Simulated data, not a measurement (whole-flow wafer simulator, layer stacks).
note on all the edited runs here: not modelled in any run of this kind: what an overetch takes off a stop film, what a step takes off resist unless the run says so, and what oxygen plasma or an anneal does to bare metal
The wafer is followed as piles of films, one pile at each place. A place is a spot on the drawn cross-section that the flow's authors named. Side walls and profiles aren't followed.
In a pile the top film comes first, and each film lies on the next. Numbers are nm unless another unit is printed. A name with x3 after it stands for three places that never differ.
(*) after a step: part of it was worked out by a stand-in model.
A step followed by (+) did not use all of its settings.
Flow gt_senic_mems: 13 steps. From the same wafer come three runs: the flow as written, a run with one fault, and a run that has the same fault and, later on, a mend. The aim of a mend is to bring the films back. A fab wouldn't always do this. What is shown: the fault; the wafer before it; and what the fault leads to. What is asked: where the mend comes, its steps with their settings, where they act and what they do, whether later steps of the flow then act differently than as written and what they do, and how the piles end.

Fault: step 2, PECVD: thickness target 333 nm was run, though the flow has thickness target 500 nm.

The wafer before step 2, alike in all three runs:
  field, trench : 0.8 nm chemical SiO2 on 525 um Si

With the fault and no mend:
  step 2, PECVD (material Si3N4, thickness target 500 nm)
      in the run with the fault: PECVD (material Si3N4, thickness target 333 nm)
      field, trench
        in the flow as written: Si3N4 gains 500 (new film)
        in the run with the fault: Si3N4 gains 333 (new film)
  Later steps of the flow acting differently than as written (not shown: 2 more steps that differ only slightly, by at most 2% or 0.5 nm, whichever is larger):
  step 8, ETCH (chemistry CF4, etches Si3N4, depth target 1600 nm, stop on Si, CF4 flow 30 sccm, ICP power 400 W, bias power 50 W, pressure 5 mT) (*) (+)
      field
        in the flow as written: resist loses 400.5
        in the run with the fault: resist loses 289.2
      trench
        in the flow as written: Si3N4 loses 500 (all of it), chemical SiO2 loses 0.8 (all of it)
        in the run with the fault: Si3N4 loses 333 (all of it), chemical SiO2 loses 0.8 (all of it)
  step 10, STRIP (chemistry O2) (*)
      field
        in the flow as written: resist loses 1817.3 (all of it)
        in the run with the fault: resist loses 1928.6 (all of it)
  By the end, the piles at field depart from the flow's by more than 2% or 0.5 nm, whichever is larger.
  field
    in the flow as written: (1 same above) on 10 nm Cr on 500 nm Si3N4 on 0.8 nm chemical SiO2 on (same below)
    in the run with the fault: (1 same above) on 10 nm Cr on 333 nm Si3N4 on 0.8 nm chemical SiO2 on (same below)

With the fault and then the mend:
  The mend follows step 7.
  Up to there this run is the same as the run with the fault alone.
  step 7a, STRIP (chemistry O2) (*)
      field
        resist loses 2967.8 (all of it)
  step 7b, PECVD (material Si3N4, thickness target 167 nm) (the flow's step 2, run once more with other settings)
      field, trench
        Si3N4 gains 167
  step 7c, HMDS (the flow's step 3, run once more)
      alters no film at any place that is followed
  step 7d, COAT (resist, thickness 3000 nm) (the flow's step 4, run once more)
      field, trench
        resist gains 3000 (new film)
  step 7e, SOFTBAKE (resist) (the flow's step 5, run once more)
      alters no film at any place that is followed
  step 7f, EXPOSE (photomask DEVICE, dose 108.9 mJ/cm2, wavelength 405 nm) (*) (the flow's step 6, run once more)
      alters no film at any place that is followed
  step 7g, DEVELOP (resist, thickness 3000 nm, developer developer-E, 60 s) (the flow's step 7, run once more)
      field
        resist loses 32.2
      trench
        resist loses 3000 (all of it)
  Later steps of the flow that are run all act as written at every place that is followed.
  By the end, the piles equal the flow's at every place that both follow.
